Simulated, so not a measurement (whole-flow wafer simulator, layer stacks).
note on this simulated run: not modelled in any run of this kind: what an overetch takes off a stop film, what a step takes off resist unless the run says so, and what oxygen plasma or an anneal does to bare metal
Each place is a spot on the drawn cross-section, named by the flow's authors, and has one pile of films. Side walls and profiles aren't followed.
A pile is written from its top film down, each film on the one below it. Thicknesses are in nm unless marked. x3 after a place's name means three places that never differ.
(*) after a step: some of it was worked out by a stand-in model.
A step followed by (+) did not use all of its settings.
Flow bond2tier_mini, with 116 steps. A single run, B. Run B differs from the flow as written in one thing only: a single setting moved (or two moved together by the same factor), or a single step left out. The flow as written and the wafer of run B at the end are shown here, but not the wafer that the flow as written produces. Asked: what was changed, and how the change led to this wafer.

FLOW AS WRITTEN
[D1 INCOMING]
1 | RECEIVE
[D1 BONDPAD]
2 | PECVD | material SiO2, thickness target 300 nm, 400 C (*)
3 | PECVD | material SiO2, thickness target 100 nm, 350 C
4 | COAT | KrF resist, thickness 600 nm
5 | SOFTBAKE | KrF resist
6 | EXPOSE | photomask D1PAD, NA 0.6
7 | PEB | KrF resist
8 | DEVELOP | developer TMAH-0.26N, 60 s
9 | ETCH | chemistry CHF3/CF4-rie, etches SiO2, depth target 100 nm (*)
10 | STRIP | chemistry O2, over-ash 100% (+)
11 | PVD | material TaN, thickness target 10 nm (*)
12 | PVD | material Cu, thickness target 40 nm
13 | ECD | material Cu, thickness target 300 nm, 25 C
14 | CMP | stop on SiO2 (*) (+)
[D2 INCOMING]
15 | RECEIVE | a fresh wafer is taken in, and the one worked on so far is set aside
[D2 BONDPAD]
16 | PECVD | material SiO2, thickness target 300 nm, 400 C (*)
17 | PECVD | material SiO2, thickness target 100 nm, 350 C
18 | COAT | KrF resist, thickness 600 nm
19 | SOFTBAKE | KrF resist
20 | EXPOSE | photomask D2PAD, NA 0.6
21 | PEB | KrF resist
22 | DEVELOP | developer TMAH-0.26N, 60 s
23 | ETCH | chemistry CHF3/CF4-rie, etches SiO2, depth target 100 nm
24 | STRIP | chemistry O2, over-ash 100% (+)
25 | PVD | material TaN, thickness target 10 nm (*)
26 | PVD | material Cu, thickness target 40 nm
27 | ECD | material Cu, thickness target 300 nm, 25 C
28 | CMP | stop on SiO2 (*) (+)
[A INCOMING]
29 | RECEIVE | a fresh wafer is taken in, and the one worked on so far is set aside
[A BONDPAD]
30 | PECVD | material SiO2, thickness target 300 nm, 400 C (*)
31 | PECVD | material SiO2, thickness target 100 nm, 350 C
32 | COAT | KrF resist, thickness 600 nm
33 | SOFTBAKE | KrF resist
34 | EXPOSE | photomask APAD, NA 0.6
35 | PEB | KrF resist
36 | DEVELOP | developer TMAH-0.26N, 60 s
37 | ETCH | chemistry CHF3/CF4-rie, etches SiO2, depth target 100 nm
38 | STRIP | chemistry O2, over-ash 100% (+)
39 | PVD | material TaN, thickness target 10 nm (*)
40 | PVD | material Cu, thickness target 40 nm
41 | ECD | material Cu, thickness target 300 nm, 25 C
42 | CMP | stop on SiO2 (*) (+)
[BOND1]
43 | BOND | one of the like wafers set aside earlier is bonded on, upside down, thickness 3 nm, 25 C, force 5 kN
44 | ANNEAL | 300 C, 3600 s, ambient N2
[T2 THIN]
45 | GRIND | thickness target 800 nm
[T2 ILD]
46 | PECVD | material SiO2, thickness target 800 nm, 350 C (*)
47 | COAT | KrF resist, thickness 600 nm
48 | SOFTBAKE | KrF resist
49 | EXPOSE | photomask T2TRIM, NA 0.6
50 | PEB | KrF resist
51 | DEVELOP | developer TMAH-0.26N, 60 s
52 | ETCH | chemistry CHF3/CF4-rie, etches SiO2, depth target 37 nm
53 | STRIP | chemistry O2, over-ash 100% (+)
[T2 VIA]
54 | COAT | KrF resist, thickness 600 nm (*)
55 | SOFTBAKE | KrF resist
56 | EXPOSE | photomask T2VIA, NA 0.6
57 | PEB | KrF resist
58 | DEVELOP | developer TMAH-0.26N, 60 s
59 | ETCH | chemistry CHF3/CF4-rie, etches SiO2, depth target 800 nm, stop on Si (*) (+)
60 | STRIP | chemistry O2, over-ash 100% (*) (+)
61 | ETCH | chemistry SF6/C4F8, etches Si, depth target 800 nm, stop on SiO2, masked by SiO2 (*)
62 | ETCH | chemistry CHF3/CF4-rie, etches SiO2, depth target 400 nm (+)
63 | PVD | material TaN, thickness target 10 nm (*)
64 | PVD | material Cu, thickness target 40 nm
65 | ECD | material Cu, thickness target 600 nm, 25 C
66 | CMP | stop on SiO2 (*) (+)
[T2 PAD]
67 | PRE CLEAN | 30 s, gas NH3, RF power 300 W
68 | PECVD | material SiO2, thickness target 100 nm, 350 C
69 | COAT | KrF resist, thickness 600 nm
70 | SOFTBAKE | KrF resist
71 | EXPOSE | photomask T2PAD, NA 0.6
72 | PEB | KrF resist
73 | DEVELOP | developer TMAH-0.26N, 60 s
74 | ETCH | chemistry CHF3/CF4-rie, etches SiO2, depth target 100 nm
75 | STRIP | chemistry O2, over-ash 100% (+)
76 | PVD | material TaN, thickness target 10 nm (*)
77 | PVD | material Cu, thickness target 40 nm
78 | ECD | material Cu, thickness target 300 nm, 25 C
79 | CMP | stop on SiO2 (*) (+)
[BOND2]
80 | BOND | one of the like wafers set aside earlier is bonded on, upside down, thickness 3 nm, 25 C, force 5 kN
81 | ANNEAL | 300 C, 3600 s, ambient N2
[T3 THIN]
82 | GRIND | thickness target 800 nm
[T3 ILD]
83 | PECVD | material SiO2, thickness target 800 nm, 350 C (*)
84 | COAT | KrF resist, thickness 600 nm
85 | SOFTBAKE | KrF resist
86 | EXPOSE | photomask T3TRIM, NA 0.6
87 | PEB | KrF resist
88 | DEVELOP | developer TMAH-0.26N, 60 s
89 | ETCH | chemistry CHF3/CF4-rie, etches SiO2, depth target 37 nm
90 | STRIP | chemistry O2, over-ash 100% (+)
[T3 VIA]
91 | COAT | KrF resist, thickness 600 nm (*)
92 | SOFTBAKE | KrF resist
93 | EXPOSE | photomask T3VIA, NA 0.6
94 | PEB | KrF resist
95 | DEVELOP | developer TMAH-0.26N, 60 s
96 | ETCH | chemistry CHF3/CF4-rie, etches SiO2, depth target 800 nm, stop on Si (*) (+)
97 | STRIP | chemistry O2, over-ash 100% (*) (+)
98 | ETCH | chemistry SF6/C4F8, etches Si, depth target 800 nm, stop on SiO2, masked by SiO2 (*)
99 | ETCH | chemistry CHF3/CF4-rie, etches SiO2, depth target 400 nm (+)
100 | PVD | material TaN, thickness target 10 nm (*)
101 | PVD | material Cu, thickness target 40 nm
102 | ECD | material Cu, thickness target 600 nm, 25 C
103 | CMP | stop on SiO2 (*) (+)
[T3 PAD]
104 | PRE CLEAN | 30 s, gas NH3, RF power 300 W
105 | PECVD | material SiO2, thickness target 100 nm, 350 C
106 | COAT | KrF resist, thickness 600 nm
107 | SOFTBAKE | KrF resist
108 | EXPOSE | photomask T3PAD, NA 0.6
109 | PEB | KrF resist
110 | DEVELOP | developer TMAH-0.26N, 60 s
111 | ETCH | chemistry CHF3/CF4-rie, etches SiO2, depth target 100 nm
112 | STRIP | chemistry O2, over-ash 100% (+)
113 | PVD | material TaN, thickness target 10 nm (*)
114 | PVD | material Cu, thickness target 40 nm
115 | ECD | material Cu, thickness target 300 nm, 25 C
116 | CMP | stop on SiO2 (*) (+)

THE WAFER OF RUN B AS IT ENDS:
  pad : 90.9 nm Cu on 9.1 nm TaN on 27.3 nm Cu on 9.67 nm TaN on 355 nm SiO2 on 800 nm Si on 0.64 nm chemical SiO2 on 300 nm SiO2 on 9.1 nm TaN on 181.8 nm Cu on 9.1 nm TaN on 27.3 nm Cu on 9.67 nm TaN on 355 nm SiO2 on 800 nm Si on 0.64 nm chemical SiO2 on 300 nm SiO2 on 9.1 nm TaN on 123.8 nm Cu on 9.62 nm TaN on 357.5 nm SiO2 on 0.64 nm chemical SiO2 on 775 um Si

The reason: step 37, ETCH: depth target 42.5 nm was run, whereas the flow has depth target 100 nm.

How this came from the change, step by step:
  37 | ETCH | chemistry CHF3/CF4-rie, etches SiO2, depth target 100 nm
      pad, via: SiO2 loses 42.5 (it would be, as written: SiO2 loses 100)
      field: KrF resist loses 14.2 (it would be, as written: KrF resist loses 33.3)
  38 | STRIP | chemistry O2, over-ash 100% (+)
      field: KrF resist loses 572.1 (all of it) (it would be, as written: KrF resist loses 552.9 (all of it))
  39 | PVD | material TaN, thickness target 10 nm (*)
      pad: TaN gains 9.62 (new film) (it would be, as written: TaN gains 9.1 (new film))
  40 | PVD | material Cu, thickness target 40 nm
      pad: Cu gains 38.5 (new film) (it would be, as written: Cu gains 36.4 (new film))
  41 | ECD | material Cu, thickness target 300 nm, 25 C
      pad: Cu gains 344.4 (it would be, as written: Cu gains 404.5)
      via: Cu gains 342.5 (it would be, as written: Cu gains 400.2)
